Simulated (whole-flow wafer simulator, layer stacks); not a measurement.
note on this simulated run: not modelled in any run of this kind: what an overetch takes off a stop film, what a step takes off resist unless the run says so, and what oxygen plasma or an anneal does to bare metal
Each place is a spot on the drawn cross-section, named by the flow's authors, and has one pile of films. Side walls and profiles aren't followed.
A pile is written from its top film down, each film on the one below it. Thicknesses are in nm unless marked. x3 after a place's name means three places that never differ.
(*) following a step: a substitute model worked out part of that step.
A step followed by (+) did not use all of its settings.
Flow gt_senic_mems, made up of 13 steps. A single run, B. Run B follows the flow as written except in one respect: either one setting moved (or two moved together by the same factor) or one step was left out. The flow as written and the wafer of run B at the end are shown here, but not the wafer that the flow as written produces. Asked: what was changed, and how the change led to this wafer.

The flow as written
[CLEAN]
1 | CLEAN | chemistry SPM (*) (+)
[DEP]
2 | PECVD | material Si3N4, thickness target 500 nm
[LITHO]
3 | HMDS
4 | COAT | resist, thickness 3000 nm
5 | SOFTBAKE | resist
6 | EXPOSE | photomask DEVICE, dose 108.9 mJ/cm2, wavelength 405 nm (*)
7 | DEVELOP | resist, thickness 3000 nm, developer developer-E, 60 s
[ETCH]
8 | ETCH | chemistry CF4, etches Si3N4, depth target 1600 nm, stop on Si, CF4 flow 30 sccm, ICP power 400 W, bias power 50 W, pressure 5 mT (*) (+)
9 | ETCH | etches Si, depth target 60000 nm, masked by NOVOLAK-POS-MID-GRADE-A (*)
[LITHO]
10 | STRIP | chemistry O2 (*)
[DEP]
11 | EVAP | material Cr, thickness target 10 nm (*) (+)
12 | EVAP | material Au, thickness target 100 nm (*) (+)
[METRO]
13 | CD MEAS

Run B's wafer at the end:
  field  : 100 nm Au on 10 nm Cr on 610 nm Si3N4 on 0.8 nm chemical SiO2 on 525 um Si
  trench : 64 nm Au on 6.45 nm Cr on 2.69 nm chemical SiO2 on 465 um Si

What caused this: step 2, PECVD: thickness target 610 nm was run, while the flow as written has thickness target 500 nm.
The wafer itself shows it: field has Si3N4 610, and step 2 as written asks for 500 nm.

The path from the change to this, step by step:
  2 | PECVD | material Si3N4, thickness target 500 nm
      field, trench: Si3N4 gains 610 (new film) (it would be, as written: Si3N4 gains 500 (new film))
  8 | ETCH | chemistry CF4, etches Si3N4, depth target 1600 nm, stop on Si, CF4 flow 30 sccm, ICP power 400 W, bias power 50 W, pressure 5 mT (*) (+)
      field: resist loses 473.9 (it would be, as written: resist loses 400.5)
      trench: Si3N4 loses 610 (all of it), chemical SiO2 loses 0.8 (all of it) (it would be, as written: Si3N4 loses 500 (all of it), chemical SiO2 loses 0.8 (all of it))
  10 | STRIP | chemistry O2 (*)
      field: resist loses 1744 (all of it) (it would be, as written: resist loses 1817.3 (all of it))
